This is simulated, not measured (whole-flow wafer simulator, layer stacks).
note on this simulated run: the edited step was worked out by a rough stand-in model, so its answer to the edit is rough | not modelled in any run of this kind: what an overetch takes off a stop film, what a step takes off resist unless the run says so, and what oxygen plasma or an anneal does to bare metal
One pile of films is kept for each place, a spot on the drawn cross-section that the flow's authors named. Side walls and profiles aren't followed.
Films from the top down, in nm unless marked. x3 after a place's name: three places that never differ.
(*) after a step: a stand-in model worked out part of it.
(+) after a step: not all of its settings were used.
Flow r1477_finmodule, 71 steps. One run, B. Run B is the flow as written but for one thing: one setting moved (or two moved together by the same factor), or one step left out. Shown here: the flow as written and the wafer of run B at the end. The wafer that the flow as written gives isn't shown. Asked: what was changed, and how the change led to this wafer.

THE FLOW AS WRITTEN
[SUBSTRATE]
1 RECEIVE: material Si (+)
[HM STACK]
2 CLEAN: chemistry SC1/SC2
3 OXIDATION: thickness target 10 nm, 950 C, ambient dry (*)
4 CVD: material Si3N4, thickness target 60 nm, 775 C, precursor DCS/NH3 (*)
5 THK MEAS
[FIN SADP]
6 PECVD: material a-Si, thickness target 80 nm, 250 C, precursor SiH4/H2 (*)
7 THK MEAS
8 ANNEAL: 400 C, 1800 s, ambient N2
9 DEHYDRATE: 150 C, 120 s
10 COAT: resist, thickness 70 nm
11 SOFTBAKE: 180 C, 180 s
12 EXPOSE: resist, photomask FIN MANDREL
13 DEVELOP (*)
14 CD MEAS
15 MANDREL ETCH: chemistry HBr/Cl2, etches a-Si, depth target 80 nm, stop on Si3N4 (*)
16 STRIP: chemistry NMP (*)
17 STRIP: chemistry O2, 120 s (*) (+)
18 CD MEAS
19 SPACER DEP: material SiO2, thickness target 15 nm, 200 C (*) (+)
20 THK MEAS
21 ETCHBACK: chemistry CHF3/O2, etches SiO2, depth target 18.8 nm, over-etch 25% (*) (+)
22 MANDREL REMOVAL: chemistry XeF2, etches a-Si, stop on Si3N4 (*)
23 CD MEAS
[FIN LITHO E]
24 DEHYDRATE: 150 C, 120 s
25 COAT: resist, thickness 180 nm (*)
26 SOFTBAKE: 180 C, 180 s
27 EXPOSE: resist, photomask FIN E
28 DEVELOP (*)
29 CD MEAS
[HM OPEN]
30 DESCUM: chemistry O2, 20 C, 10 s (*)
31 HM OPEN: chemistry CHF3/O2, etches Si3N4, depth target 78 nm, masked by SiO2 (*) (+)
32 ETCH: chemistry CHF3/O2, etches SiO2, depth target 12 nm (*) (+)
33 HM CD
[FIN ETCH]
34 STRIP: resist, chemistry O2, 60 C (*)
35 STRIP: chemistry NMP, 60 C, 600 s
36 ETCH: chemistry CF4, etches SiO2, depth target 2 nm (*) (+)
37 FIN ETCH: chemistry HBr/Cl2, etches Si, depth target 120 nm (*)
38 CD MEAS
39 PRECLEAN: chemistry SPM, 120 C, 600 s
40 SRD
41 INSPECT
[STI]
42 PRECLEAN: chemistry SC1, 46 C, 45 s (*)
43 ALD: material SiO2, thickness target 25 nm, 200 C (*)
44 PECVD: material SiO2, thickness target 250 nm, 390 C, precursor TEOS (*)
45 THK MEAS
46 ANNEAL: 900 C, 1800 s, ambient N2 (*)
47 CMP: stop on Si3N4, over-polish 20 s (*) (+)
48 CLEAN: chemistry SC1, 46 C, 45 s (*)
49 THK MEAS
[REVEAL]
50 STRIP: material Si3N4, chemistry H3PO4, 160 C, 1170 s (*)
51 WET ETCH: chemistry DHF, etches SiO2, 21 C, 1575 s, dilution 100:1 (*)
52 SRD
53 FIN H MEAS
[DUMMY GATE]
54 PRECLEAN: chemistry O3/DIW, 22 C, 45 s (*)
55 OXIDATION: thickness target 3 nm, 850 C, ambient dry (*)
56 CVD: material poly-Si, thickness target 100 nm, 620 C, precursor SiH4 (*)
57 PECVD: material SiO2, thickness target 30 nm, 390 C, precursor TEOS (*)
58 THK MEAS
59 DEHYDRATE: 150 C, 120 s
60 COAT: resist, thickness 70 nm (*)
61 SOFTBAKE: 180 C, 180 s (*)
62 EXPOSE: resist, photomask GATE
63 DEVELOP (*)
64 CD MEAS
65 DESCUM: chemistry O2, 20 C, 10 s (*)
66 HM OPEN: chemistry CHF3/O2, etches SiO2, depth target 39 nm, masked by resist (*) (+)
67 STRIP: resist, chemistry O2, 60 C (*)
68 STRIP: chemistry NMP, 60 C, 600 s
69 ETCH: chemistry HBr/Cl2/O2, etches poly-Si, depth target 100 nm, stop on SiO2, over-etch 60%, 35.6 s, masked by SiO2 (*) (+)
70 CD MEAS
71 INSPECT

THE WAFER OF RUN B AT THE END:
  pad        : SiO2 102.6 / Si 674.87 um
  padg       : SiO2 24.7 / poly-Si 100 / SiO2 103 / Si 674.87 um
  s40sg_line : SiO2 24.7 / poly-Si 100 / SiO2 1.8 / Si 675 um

The cause: step 55, OXIDATION: thickness target 1.8 nm was run, where the flow has thickness target 3 nm.
It can be read off the wafer: s40sg_line has SiO2 1.8, and step 55 as written asks for 3 nm.

How the change led to this, step by step:
  55 OXIDATION: thickness target 3 nm, 850 C, ambient dry (*)
      s40sg_line, s45sg_line, s50sg_line, s40so_line, s45so_line, s50so_line: SiO2 +1.8 (new film), chemical SiO2 -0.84 (all of it), Si -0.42 (as written it would be: SiO2 +3 (new film), chemical SiO2 -0.84 (all of it), Si -0.95)
